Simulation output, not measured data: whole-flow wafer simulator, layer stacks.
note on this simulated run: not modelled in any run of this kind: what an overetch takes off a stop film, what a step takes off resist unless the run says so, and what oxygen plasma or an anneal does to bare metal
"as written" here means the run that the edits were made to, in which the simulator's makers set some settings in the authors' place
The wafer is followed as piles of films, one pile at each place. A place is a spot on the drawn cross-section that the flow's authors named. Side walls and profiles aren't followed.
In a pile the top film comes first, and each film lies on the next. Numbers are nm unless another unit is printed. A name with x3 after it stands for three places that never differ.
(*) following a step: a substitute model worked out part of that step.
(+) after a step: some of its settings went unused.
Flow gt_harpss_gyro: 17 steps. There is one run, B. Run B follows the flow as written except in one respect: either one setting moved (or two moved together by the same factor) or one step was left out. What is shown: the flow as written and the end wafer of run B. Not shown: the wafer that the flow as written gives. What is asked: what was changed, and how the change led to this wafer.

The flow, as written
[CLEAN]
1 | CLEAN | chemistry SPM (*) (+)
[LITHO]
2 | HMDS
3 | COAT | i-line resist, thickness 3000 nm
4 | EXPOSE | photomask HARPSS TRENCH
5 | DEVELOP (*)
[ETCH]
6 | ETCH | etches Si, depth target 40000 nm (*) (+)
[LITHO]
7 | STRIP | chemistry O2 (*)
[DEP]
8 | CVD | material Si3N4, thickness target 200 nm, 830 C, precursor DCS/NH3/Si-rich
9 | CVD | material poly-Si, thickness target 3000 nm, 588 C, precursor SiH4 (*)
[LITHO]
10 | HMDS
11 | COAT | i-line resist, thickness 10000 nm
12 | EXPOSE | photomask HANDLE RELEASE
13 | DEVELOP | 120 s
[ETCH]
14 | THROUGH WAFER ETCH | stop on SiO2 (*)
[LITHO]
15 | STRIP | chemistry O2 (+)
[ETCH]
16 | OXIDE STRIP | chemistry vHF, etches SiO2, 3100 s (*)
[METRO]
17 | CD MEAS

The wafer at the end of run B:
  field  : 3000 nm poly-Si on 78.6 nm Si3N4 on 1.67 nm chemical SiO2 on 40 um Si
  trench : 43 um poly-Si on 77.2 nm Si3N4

The reason: step 8, CVD: thickness target 78.6 nm was run, whereas the flow has thickness target 200 nm.
One can read it off the wafer: field has Si3N4 78.6, and step 8 as written asks for 200 nm.

The path from the change to this, step by step:
  8 | CVD | material Si3N4, thickness target 200 nm, 830 C, precursor DCS/NH3/Si-rich
      field: +78.6 Si3N4 (new film) (it would be, as written: +200 Si3N4 (new film))
      trench: +77.2 Si3N4 (new film) (it would be, as written: +195.9 Si3N4 (new film))
  9 | CVD | material poly-Si, thickness target 3000 nm, 588 C, precursor SiH4 (*)
      trench: +43 um poly-Si (new film) (it would be, as written: +43.01 um poly-Si (new film))
